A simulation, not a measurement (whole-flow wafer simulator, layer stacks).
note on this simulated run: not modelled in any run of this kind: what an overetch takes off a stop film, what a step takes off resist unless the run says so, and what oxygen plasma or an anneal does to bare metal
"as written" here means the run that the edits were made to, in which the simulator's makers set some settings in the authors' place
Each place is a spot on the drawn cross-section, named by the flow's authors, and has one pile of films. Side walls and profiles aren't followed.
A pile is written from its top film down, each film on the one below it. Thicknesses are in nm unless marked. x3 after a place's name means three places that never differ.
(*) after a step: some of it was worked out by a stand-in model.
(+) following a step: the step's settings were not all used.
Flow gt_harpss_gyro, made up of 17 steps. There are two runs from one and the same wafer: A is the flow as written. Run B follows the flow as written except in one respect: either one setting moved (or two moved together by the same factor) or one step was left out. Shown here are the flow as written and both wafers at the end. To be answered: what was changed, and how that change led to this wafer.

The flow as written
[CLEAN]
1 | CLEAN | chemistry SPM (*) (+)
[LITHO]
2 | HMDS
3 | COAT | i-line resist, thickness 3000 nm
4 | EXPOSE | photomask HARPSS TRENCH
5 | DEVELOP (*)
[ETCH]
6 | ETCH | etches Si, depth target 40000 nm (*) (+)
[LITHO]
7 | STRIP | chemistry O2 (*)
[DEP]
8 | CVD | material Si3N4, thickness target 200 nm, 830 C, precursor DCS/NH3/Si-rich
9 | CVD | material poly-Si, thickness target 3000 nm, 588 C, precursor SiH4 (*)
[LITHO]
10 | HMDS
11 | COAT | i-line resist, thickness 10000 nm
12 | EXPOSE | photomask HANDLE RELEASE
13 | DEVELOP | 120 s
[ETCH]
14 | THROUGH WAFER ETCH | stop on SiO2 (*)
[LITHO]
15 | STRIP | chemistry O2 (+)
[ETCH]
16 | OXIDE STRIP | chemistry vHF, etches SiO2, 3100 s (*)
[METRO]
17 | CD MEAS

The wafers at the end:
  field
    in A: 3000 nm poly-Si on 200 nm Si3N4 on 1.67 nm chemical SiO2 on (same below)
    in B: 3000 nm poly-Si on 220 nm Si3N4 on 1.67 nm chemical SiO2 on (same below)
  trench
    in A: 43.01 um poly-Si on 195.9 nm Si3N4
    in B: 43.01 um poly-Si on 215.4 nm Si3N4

The reason: step 8, CVD: thickness target 220 nm was run, though the flow has thickness target 200 nm.
The wafer itself shows it: field has Si3N4 220, and step 8 as written asks for 200 nm.

The path from the change to this, step by step:
  8 | CVD | material Si3N4, thickness target 200 nm, 830 C, precursor DCS/NH3/Si-rich
      field: A Si3N4 gains 200 (new film) | B Si3N4 gains 220 (new film)
      trench: A Si3N4 gains 195.9 (new film) | B Si3N4 gains 215.4 (new film)
